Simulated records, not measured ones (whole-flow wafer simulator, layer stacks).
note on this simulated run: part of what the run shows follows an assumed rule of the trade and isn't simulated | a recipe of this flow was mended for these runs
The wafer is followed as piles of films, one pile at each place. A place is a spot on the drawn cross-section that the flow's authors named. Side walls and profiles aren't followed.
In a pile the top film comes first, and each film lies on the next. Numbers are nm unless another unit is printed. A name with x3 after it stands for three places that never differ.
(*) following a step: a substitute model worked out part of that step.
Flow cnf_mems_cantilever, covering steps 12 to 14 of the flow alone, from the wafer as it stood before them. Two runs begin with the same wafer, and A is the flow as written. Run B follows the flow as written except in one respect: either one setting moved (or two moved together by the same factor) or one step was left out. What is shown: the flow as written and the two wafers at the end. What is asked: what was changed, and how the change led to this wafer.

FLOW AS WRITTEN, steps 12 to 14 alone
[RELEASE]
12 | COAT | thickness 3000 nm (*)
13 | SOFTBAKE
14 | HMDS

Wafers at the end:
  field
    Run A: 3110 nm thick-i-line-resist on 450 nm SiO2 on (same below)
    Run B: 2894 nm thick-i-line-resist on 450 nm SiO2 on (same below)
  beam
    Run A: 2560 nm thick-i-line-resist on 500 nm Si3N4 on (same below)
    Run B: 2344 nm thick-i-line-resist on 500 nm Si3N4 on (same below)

What caused this: step 12, COAT: thickness 2784 nm was run, whereas the flow has thickness 3000 nm.

Step by step, how the change led to this:
  12 | COAT | thickness 3000 nm (*)
      field: A thick-i-line-resist gains 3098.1 (new film) | B thick-i-line-resist gains 2880.6 (new film)
      beam: A thick-i-line-resist gains 2607.6 (new film) | B thick-i-line-resist gains 2397.5 (new film)
  13 | SOFTBAKE
      field: A thick-i-line-resist gains 11.9 | B thick-i-line-resist gains 13.4
      beam: A thick-i-line-resist loses 47.6 | B thick-i-line-resist loses 53.5
